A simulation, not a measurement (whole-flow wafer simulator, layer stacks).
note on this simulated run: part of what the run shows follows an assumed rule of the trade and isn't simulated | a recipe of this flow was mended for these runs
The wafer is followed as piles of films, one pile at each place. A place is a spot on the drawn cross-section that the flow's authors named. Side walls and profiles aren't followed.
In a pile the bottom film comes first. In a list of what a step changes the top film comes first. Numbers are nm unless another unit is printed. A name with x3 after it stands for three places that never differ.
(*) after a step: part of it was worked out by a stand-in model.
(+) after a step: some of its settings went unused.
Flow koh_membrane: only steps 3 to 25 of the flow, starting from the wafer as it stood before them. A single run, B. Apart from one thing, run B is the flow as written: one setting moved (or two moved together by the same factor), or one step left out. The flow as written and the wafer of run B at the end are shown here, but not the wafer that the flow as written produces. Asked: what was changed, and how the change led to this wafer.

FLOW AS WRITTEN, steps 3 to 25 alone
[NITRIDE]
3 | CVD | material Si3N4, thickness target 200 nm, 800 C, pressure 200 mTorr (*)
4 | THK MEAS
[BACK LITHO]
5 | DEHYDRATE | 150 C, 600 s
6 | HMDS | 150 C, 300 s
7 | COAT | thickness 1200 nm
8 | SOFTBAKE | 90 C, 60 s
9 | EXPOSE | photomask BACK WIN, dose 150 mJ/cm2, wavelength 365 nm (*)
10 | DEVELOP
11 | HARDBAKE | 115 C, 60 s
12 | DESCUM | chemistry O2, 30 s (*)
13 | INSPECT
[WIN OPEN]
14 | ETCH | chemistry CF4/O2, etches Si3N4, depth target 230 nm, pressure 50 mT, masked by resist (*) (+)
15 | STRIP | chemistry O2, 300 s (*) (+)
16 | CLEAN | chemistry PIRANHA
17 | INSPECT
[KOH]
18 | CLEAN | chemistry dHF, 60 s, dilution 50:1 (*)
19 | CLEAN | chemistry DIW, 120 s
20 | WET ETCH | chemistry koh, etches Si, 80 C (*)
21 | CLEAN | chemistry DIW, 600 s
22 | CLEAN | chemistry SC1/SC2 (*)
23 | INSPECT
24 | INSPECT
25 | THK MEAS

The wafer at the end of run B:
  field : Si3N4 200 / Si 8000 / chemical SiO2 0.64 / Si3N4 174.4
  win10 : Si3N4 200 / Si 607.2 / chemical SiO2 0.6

What caused this: step 3, CVD: thickness target 176 nm was run, while the flow as written has thickness target 200 nm.

The path from the change to this, step by step:
  3 | CVD | material Si3N4, thickness target 200 nm, 800 C, pressure 200 mTorr (*)
      field, win20 x4, win10: Si3N4 gains 176 (new film) (in the flow as written it would be: Si3N4 gains 200 (new film))
  14 | ETCH | chemistry CF4/O2, etches Si3N4, depth target 230 nm, pressure 50 mT, masked by resist (*) (+)
      win20 x4, win10: Si3N4 loses 176 (all of it), chemical SiO2 loses 0.64 (all of it), Si loses 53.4 (in the flow as written it would be: Si3N4 loses 200 (all of it), chemical SiO2 loses 0.64 (all of it), Si loses 29.4)
